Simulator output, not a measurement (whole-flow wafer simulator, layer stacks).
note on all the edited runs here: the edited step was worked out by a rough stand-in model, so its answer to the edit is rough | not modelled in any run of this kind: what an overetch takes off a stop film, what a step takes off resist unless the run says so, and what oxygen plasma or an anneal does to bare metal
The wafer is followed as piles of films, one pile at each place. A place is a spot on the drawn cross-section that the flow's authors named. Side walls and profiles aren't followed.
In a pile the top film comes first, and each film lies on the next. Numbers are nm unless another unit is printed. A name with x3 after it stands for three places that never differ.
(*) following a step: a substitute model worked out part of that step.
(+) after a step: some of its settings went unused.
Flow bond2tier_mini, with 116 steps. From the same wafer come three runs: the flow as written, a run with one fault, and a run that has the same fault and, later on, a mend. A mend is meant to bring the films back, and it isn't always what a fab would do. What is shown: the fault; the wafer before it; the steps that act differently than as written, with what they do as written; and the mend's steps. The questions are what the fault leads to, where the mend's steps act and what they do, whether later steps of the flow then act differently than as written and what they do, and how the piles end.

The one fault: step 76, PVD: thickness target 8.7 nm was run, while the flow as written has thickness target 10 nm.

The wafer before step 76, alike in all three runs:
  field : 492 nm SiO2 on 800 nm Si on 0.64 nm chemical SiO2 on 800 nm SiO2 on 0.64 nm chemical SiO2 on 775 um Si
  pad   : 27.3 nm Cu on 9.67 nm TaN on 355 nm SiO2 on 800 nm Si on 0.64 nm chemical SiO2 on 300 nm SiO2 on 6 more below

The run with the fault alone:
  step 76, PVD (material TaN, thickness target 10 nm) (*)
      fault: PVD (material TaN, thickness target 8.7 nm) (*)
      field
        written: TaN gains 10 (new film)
        fault: TaN gains 8.7 (new film)
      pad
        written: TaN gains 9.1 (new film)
        fault: TaN gains 7.92 (new film)
  Steps later in the flow that act otherwise than as written (not shown: 1 more step that differs only slightly, by at most 2% or 0.5 nm, whichever is larger):
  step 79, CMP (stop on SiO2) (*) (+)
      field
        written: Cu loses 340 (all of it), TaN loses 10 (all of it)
        fault: Cu loses 340 (all of it), TaN loses 8.7 (all of it)
  At pad, the piles at the end differ from the flow's by more than 2% or 0.5 nm, whichever is larger.
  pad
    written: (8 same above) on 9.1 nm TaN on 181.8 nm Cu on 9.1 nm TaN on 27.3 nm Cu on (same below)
    fault: (8 same above) on 9.1 nm TaN on 183 nm Cu on 7.92 nm TaN on 27.3 nm Cu on (same below)

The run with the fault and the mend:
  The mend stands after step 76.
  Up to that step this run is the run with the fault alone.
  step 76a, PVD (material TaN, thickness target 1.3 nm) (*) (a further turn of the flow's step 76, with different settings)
      field
        TaN gains 1.3
      pad
        TaN gains 1.18
  None of the later steps of the flow acts differently than as written at any place that is followed.
  The piles end the same as the flow's at every place that both follow.
